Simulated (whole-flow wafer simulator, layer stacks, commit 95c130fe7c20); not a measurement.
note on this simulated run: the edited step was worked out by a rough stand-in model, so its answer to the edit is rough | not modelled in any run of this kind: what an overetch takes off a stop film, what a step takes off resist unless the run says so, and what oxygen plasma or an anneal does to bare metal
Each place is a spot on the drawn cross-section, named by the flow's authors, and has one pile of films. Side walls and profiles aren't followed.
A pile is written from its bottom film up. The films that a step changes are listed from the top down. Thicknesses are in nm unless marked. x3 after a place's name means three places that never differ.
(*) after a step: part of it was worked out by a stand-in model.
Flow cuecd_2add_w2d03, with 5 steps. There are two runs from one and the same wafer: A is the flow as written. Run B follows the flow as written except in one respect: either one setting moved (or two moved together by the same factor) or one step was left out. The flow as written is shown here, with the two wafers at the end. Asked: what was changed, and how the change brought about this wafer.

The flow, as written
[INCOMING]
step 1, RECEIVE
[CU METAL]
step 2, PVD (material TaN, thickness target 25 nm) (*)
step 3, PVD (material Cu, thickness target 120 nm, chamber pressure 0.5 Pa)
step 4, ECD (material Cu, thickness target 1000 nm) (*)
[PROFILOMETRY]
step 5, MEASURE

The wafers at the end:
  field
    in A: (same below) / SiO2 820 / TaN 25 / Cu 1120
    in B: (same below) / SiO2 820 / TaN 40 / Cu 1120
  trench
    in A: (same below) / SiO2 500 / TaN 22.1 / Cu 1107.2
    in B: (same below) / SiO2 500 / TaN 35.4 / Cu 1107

The reason: step 2, PVD: thickness target 40 nm was run, though the flow has thickness target 25 nm.
One can read it off the wafer: field has TaN 40, and step 2 as written asks for 25 nm.

How this came from the change, step by step:
  step 2, PVD (material TaN, thickness target 25 nm) (*)
      field: A +25 TaN (new film) | B +40 TaN (new film)
      trench: A +22.1 TaN (new film) | B +35.4 TaN (new film)
